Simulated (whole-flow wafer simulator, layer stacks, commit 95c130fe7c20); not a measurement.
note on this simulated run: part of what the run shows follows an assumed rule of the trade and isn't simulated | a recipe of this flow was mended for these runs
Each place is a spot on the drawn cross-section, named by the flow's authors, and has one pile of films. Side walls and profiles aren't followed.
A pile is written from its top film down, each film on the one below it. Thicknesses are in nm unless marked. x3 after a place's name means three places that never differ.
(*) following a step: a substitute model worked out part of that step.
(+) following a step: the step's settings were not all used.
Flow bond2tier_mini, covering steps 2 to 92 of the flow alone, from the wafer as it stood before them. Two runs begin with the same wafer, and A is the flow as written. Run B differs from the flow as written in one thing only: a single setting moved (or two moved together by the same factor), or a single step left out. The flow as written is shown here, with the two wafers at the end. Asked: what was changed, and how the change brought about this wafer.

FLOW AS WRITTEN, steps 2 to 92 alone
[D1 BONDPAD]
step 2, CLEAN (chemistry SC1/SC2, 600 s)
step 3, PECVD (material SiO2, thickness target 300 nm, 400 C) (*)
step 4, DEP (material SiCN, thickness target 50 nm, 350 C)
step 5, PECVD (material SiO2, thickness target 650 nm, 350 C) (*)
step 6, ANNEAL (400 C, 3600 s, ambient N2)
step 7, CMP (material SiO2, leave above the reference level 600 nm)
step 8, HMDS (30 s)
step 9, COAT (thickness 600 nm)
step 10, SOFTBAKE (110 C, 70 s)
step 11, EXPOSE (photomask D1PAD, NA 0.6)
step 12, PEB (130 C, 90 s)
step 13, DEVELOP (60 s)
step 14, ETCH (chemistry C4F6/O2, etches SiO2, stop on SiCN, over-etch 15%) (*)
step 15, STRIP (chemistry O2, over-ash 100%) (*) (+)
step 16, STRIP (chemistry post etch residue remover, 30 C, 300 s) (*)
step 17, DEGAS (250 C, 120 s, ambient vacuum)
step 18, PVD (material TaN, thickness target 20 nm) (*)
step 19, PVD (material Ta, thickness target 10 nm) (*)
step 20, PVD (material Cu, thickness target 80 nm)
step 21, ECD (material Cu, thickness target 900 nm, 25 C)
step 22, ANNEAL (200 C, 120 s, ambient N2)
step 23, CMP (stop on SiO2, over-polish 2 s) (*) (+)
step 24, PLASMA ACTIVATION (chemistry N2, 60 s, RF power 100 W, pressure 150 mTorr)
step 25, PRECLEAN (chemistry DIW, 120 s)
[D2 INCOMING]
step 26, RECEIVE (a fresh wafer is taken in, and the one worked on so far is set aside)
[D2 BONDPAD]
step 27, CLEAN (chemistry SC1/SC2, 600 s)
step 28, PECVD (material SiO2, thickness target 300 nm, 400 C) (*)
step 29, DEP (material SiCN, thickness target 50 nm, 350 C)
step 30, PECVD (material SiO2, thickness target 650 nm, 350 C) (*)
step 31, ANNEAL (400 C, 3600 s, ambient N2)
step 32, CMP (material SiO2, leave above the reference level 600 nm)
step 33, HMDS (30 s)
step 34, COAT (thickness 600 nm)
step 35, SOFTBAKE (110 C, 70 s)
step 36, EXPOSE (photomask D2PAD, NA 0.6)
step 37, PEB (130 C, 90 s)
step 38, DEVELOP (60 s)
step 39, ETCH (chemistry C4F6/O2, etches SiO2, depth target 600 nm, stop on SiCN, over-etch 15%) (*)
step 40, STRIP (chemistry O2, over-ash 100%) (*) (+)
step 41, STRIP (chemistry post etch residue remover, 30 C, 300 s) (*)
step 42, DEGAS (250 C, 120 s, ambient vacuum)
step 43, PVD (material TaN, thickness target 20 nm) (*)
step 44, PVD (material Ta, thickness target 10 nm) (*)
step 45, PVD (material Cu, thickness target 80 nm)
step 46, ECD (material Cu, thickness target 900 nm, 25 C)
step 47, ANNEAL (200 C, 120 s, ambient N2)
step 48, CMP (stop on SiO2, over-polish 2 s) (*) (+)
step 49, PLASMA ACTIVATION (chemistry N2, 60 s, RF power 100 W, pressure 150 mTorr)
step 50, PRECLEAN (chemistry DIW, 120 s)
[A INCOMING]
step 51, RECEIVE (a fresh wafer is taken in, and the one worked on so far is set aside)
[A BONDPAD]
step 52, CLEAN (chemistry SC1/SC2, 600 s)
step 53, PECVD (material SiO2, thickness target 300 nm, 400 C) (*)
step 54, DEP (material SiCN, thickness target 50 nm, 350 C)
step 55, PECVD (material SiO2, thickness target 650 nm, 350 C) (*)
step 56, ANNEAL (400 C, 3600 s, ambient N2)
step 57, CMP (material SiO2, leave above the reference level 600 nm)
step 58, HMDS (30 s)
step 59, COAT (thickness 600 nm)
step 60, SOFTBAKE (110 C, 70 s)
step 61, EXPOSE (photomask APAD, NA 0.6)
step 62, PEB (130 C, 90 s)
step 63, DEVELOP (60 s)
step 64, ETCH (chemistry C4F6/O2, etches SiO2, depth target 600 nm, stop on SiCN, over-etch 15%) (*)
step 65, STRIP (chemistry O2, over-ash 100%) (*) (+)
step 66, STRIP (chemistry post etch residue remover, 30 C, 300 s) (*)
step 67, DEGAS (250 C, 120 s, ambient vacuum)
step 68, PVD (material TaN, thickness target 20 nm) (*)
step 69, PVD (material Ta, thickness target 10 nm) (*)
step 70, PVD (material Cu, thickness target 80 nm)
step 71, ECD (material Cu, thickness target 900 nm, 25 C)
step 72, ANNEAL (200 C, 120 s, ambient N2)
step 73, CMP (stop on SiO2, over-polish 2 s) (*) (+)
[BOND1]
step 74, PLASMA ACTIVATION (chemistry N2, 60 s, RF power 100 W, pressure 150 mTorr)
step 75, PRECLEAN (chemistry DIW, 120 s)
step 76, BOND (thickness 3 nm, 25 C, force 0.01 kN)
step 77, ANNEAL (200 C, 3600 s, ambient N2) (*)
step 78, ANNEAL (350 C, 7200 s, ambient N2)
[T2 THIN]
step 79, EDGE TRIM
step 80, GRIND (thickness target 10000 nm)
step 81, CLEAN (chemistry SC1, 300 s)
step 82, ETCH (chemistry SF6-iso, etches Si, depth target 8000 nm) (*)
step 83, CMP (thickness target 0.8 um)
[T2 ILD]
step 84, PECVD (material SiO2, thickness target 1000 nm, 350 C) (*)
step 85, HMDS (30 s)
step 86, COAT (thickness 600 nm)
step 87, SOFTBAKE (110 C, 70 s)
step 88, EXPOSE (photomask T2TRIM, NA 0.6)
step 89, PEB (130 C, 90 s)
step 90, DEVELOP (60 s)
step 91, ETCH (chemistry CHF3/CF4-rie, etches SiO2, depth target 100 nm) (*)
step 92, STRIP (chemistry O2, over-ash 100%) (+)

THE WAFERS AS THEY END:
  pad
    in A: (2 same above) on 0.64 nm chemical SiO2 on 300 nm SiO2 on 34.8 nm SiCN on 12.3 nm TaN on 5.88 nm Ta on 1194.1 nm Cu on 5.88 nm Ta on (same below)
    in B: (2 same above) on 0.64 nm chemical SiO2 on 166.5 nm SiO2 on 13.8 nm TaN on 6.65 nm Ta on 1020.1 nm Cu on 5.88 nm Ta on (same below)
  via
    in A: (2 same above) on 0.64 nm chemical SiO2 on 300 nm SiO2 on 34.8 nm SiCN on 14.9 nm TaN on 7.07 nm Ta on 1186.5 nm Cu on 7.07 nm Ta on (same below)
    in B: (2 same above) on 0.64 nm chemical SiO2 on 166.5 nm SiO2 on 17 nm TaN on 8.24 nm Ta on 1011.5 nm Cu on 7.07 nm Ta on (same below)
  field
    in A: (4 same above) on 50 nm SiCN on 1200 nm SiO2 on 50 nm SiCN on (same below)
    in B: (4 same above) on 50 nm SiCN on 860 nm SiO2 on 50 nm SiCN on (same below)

Cause: step 5, PECVD: thickness target 260 nm was run, whereas the flow has thickness target 650 nm.

Step by step, how the change led to this:
  step 5, PECVD (material SiO2, thickness target 650 nm, 350 C) (*)
      field, pad, via: A +650 SiO2 (new film) | B +260 SiO2 (new film)
  step 7, CMP (material SiO2, leave above the reference level 600 nm)
      field, pad, via: A -50 SiO2 | B nothing
  step 14, ETCH (chemistry C4F6/O2, etches SiO2, stop on SiCN, over-etch 15%) (*)
      pad, via: A -600 SiO2 (all of it), -15.2 SiCN | B -260 SiO2 (all of it), -50 SiCN (all of it), -133.5 SiO2
      field: A -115 thick-KrF-resist | B -49.8 thick-KrF-resist
  step 15, STRIP (chemistry O2, over-ash 100%) (*) (+)
      field: A -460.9 thick-KrF-resist (all of it) | B -526.1 thick-KrF-resist (all of it)
  step 18, PVD (material TaN, thickness target 20 nm) (*)
      pad: A +12.3 TaN (new film) | B +13.8 TaN (new film)
      via: A +14.9 TaN (new film) | B +17 TaN (new film)
  step 19, PVD (material Ta, thickness target 10 nm) (*)
      pad: A +5.88 Ta (new film) | B +6.65 Ta (new film)
      via: A +7.07 Ta (new film) | B +8.24 Ta (new film)
  step 20, PVD (material Cu, thickness target 80 nm)
      pad: A +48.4 Cu (new film) | B +54.4 Cu (new film)
      via: A +59 Cu (new film) | B +67.7 Cu (new film)
  step 21, ECD (material Cu, thickness target 900 nm, 25 C)
      pad: A +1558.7 Cu | B +1378.7 Cu
      via: A +1544.3 Cu | B +1360.6 Cu
  step 76, BOND (thickness 3 nm, 25 C, force 0.01 kN)
      pad: A +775 um Si (new film), +0.64 chemical SiO2 (new film), +300 SiO2 (new film), +34.8 SiCN (new film), +12.3 TaN (new film), +5.88 Ta (new film), +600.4 Cu | B +775 um Si (new film), +0.64 chemical SiO2 (new film), +166.5 SiO2 (new film), +13.8 TaN (new film), +6.65 Ta (new film), +426.4 Cu
      via: A +775 um Si (new film), +0.64 chemical SiO2 (new film), +300 SiO2 (new film), +34.8 SiCN (new film), +14.9 TaN (new film), +7.07 Ta (new film), +596.6 Cu | B +775 um Si (new film), +0.64 chemical SiO2 (new film), +166.5 SiO2 (new film), +17 TaN (new film), +8.24 Ta (new film), +421.6 Cu
      (as well as at 1 more place)
